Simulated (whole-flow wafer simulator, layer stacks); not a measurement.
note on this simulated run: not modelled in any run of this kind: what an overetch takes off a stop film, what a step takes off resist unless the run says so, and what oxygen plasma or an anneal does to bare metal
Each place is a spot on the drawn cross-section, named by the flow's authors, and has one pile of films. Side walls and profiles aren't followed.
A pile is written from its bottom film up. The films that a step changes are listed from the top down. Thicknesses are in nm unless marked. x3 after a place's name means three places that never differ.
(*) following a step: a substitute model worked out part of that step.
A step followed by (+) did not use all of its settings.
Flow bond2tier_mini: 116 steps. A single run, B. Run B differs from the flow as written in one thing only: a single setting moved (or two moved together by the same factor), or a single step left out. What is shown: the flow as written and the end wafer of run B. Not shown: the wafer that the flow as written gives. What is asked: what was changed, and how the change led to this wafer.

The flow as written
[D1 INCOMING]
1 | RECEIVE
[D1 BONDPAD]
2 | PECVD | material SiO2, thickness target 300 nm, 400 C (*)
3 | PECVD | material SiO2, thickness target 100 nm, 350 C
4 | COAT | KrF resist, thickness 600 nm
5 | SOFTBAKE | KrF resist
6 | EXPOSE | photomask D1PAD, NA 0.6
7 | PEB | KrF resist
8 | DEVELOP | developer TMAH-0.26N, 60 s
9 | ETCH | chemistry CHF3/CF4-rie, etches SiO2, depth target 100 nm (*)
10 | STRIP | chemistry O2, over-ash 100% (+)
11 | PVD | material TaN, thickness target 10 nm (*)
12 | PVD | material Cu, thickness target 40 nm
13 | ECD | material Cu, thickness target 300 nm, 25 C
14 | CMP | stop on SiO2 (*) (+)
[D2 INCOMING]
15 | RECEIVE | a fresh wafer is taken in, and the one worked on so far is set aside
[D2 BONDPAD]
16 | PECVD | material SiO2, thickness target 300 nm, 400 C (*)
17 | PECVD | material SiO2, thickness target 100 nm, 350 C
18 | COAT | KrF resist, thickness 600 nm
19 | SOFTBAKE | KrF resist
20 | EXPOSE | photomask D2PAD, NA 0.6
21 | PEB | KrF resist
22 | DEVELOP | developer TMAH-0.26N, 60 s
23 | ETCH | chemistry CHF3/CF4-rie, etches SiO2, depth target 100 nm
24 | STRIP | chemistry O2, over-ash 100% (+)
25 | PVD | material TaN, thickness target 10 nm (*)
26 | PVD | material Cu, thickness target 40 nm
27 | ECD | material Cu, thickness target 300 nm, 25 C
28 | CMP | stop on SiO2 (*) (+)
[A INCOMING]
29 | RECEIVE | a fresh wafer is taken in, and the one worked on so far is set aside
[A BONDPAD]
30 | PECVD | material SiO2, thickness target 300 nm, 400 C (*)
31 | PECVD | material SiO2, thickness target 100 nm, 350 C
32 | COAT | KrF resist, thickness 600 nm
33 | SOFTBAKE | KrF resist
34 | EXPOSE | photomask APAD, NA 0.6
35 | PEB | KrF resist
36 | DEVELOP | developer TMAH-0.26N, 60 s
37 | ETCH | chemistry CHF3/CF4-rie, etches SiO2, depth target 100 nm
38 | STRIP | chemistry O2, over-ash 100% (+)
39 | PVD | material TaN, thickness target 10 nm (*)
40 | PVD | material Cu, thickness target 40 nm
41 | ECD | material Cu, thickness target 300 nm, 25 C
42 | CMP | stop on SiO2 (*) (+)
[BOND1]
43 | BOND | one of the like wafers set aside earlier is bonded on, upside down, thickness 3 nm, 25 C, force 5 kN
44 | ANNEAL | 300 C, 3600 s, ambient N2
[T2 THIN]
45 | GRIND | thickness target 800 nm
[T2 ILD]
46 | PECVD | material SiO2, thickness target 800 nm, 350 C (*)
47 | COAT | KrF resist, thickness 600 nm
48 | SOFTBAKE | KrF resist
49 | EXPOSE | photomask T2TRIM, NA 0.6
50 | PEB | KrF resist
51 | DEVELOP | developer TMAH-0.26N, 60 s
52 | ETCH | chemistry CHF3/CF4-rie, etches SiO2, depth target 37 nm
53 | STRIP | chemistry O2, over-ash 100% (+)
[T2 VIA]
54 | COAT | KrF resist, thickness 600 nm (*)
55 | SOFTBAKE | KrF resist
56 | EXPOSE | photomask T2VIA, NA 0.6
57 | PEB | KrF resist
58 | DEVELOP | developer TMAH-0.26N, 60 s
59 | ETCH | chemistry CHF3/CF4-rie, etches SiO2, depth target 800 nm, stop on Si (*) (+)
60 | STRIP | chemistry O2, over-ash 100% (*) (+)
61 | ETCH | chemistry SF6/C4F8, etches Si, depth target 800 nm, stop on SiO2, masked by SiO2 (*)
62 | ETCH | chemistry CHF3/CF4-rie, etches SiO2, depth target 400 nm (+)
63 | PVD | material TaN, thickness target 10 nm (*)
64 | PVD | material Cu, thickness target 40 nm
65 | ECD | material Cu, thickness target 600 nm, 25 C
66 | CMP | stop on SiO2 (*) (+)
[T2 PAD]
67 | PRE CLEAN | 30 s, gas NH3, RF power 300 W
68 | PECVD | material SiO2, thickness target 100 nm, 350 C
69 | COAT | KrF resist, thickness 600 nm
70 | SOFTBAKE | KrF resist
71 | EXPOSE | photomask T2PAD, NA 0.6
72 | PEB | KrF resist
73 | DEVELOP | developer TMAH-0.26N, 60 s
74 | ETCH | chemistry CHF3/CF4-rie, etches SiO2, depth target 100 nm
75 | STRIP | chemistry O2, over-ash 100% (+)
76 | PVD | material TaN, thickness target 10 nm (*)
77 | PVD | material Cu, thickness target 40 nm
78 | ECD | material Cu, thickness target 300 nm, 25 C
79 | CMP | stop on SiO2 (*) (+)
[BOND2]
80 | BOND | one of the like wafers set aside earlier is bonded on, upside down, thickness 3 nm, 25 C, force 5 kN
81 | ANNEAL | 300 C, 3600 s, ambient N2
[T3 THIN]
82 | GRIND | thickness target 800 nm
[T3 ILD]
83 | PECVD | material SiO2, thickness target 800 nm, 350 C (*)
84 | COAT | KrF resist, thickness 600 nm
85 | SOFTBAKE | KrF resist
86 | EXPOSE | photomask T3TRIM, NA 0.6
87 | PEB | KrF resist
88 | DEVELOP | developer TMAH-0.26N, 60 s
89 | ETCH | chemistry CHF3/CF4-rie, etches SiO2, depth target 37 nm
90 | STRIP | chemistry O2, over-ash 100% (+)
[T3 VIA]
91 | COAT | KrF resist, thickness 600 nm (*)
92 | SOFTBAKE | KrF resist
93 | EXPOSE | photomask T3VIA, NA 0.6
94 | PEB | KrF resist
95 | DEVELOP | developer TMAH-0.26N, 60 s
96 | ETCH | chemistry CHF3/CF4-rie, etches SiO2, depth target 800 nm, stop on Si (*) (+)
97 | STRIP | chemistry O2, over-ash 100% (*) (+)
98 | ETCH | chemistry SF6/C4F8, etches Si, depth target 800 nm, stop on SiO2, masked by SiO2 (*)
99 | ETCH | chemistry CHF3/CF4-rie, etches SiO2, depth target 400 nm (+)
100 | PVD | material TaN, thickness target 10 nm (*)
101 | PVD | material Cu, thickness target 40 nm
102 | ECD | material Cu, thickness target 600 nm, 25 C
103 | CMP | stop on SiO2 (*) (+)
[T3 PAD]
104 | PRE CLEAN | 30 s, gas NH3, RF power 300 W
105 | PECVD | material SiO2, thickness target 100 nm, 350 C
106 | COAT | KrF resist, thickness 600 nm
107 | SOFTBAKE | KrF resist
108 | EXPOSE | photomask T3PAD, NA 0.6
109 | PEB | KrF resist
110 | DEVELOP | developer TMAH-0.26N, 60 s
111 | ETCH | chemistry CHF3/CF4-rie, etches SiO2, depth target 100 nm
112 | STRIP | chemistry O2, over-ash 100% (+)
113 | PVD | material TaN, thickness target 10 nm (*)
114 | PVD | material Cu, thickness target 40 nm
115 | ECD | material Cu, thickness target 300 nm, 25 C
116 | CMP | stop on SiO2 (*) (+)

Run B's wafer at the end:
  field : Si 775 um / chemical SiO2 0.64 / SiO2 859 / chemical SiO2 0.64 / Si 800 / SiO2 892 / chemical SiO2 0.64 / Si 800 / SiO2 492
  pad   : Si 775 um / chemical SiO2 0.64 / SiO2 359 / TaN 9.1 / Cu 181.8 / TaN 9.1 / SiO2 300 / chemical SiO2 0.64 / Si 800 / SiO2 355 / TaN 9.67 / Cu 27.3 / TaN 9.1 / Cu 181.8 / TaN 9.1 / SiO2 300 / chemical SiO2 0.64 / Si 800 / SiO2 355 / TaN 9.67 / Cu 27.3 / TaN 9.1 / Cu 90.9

Cause: step 31, PECVD: thickness target 159 nm was run, while the flow as written has thickness target 100 nm.

Step by step, how the change led to this:
  31 | PECVD | material SiO2, thickness target 100 nm, 350 C
      field, pad, via: +159 SiO2 (as written it would have been: +100 SiO2)
